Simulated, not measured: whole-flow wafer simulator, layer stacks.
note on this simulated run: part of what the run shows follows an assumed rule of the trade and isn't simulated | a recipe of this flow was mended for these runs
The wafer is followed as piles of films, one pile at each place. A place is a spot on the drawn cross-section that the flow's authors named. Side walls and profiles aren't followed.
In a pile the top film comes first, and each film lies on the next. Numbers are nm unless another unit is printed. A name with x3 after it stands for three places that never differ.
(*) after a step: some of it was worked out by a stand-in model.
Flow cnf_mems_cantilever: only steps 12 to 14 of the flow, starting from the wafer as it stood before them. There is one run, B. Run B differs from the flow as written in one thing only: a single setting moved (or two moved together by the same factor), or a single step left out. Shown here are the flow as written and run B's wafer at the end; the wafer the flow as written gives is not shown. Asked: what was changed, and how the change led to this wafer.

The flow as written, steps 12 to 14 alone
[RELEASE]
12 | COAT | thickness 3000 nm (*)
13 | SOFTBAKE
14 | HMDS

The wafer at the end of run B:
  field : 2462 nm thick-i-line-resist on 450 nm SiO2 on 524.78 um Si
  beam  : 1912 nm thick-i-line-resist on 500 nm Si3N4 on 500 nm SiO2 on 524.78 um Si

The reason: step 12, COAT: thickness 2352 nm was run, whereas the flow has thickness 3000 nm.

How this came from the change, step by step:
  12 | COAT | thickness 3000 nm (*)
      field: +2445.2 thick-i-line-resist (new film) (as written it would have been: +3098.1 thick-i-line-resist (new film))
      beam: +1979.2 thick-i-line-resist (new film) (as written it would have been: +2607.6 thick-i-line-resist (new film))
  13 | SOFTBAKE
      field: +16.8 thick-i-line-resist (as written it would have been: +11.9 thick-i-line-resist)
      beam: -67.2 thick-i-line-resist (as written it would have been: -47.6 thick-i-line-resist)
